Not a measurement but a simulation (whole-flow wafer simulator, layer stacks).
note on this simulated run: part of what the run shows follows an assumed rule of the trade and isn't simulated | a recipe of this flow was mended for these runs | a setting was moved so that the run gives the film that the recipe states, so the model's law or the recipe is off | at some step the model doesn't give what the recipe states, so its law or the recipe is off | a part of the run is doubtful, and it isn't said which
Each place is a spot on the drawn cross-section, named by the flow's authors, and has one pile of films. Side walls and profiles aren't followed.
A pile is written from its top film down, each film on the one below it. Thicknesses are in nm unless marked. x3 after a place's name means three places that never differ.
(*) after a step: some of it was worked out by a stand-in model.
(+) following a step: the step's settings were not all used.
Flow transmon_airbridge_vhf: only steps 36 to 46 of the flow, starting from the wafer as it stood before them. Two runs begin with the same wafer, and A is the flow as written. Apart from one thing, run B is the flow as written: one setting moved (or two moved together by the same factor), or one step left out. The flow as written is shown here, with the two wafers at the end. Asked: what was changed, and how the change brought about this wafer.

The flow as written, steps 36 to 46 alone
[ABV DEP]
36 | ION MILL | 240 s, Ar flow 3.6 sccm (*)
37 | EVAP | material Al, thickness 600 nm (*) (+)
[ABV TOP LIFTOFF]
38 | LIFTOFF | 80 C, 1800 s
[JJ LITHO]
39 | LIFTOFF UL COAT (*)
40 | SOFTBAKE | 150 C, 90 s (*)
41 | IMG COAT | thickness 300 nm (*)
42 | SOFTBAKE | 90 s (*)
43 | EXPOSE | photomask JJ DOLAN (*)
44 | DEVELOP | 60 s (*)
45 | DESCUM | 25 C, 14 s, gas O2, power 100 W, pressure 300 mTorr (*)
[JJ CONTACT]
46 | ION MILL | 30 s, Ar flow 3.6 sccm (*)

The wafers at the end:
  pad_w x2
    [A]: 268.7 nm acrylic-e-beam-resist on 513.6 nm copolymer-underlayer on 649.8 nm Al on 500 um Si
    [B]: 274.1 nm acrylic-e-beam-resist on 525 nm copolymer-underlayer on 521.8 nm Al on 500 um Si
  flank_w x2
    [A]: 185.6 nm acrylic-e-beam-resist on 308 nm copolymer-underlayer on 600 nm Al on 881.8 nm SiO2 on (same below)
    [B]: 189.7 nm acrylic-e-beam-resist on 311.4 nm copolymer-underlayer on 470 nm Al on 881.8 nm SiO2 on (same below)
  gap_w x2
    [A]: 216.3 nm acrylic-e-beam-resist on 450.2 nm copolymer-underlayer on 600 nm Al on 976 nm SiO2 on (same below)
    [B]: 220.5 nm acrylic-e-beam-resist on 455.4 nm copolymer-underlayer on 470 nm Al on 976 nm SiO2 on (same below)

Cause: step 37, EVAP: thickness 470 nm was run, while the flow as written has thickness 600 nm.
One can read it off the wafer: flank_w x2 has Al 470, and step 37 as written asks for 600 nm.

How this came from the change, step by step:
  37 | EVAP | material Al, thickness 600 nm (*) (+)
      field x3, jj_line, ground_far and 10 more: A Al gains 600 (new film) | B Al gains 470 (new film)
      pad_w x2: A Al gains 591.1 | B Al gains 463
  38 | LIFTOFF | 80 C, 1800 s
      field x3, jj_line, trace_open_s x2: A Al loses 600 (all of it), i-line-resist loses 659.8 (all of it), lift-off-underlayer loses 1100 (all of it), acrylic-e-beam-resist loses 240 (all of it) | B Al loses 470 (all of it), i-line-resist loses 659.8 (all of it), lift-off-underlayer loses 1100 (all of it), acrylic-e-beam-resist loses 240 (all of it)
      margin_s, margin_n: A Al loses 600 (all of it), i-line-resist loses 378.2 (all of it), lift-off-underlayer loses 823.4 (all of it), acrylic-e-beam-resist loses 168.6 (all of it) | B Al loses 470 (all of it), i-line-resist loses 378.2 (all of it), lift-off-underlayer loses 823.4 (all of it), acrylic-e-beam-resist loses 168.6 (all of it)
      (also at 1 further place)
  39 | LIFTOFF UL COAT (*)
      pad_w x2: A copolymer-underlayer gains 513.6 (new film) | B copolymer-underlayer gains 525 (new film)
      margin_s, margin_n: A copolymer-underlayer gains 446.3 (new film) | B copolymer-underlayer gains 435.4 (new film)
      (also at 1 further place)
  41 | IMG COAT | thickness 300 nm (*)
      bridge_strip: A acrylic-e-beam-resist gains 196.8 (new film) | B acrylic-e-beam-resist gains 204.5 (new film)
